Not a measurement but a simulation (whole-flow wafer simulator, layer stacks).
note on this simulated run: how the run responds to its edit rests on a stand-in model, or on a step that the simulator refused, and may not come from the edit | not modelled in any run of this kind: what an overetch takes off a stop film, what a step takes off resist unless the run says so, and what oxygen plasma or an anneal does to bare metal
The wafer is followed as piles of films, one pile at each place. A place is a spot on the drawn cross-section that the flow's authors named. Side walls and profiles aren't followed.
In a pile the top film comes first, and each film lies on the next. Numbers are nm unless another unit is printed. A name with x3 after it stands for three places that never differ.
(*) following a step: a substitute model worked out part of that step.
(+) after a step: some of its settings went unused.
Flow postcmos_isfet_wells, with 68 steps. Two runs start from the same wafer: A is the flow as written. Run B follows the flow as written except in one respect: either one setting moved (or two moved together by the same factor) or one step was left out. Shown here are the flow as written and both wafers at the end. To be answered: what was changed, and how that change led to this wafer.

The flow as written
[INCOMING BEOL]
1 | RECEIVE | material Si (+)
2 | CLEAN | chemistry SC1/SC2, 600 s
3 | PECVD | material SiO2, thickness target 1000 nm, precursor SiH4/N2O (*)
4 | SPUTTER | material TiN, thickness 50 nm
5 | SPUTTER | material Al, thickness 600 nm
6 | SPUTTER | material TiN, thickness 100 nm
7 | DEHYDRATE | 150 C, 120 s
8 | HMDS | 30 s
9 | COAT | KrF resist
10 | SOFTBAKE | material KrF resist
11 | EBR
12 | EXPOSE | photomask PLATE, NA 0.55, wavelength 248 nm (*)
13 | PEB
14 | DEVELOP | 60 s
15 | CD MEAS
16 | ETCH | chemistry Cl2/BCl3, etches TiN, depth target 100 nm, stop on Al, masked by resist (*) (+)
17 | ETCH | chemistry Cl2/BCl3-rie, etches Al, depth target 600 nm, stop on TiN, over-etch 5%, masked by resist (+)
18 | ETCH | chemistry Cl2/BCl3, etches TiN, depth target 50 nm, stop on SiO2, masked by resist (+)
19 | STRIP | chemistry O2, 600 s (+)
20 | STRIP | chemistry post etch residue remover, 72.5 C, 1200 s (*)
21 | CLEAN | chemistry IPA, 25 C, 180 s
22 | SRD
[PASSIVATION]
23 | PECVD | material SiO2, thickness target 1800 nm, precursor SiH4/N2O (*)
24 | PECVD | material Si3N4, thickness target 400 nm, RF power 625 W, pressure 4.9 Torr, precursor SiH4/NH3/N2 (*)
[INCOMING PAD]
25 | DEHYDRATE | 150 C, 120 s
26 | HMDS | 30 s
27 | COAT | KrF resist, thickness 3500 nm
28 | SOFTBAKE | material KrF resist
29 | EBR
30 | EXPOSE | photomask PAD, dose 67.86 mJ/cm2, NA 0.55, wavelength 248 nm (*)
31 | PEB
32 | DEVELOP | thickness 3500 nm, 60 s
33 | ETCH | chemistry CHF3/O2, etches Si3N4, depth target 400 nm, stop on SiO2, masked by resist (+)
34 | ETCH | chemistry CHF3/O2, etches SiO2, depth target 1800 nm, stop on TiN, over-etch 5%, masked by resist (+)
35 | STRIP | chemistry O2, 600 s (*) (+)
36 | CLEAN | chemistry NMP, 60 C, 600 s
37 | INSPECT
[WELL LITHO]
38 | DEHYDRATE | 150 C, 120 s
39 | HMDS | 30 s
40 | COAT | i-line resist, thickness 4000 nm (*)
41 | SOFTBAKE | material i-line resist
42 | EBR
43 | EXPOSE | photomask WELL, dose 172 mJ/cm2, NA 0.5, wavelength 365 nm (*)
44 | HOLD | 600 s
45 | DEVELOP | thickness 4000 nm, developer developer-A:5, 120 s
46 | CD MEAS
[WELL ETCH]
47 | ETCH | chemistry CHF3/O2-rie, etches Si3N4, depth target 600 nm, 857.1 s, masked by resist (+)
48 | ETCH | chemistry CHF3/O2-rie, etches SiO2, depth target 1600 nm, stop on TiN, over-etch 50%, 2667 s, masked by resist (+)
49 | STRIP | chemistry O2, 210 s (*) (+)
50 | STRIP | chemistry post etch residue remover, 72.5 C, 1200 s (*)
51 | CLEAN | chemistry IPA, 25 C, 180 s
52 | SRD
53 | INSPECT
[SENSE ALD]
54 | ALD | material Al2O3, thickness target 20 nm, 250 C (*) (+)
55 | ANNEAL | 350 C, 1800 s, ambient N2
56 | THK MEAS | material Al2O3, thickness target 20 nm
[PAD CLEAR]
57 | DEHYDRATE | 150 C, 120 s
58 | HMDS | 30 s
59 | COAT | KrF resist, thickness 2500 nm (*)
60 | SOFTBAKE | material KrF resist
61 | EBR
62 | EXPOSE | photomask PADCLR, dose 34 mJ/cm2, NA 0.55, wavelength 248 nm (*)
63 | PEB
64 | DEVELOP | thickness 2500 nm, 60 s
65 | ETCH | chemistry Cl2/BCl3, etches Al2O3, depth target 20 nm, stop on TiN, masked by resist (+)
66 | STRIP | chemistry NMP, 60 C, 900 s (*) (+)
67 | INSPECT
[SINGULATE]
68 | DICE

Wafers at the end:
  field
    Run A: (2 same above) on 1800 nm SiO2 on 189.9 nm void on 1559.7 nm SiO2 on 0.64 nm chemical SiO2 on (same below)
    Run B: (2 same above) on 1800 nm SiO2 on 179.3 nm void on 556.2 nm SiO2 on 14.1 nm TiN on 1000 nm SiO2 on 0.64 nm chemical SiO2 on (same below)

Cause: step 18, ETCH: depth target 35.5 nm was run, whereas the flow has depth target 50 nm.

The path from the change to this, step by step:
  18 | ETCH | chemistry Cl2/BCl3, etches TiN, depth target 50 nm, stop on SiO2, masked by resist (+)
      field: A TiN loses 50 (all of it) | B TiN loses 35.5
      margin, well900, well1300 x3, pad_rim, pad_clr, pad_open: A KrF resist loses 20 | B KrF resist loses 14.2
  23 | PECVD | material SiO2, thickness target 1800 nm, precursor SiH4/N2O (*)
      field: A SiO2 gains 1800 (new film), void gains 189.9 (new film), SiO2 gains 559.7 | B SiO2 gains 1800 (new film), void gains 179.3 (new film), SiO2 gains 556.2 (new film)
If metal films that touch count as one body, field has 1 body; the flow as written gives 0 bodies.
